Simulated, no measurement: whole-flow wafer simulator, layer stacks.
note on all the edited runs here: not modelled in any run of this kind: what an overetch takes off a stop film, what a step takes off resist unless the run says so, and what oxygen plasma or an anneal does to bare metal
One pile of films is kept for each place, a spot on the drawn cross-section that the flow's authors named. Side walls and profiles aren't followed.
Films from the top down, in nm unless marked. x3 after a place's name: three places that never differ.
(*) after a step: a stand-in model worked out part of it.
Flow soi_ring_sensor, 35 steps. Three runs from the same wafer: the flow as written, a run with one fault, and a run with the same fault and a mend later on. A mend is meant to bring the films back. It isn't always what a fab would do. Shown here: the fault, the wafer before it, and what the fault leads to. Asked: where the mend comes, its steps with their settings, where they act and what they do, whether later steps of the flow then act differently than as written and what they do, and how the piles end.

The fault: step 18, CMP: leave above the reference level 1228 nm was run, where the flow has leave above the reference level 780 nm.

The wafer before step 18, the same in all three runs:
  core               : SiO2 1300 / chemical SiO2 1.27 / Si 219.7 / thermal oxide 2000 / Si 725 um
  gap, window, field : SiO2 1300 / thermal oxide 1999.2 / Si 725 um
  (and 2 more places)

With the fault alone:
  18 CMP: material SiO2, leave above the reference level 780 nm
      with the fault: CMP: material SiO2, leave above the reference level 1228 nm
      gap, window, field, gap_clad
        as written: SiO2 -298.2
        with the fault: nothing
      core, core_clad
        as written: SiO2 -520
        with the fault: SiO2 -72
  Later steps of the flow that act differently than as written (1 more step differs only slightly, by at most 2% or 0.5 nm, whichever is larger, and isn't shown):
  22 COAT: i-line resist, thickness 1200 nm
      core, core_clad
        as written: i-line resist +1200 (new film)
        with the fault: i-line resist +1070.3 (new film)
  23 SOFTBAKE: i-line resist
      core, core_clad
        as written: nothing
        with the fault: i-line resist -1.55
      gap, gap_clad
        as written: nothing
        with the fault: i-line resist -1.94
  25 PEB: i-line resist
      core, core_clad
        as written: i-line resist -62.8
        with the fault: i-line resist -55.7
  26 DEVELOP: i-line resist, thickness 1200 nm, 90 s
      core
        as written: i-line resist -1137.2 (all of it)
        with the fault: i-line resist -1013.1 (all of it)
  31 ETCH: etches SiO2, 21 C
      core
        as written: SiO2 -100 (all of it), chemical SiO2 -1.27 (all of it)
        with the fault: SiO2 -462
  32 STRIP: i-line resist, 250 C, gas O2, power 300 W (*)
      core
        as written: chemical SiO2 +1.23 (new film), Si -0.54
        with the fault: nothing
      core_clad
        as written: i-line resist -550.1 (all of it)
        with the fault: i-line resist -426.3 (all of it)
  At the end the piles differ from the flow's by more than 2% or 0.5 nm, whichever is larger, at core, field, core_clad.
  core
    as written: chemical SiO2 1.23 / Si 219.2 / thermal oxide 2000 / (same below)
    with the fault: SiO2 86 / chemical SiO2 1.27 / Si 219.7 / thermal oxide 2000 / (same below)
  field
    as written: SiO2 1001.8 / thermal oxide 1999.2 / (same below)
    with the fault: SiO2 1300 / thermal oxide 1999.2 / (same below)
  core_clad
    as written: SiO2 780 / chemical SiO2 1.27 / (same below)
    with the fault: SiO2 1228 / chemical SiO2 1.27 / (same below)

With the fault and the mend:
  The mend comes after step 19.
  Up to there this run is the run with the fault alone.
  19a CMP: material SiO2, leave above the reference level 780 nm (the flow's step 18 once more)
      gap, window, field, gap_clad
        SiO2 -298.2
      core, core_clad
        SiO2 -448
  No later step of the flow acts differently than as written at any place that is followed.
  At the end the piles are the same as the flow's at every place that both follow.
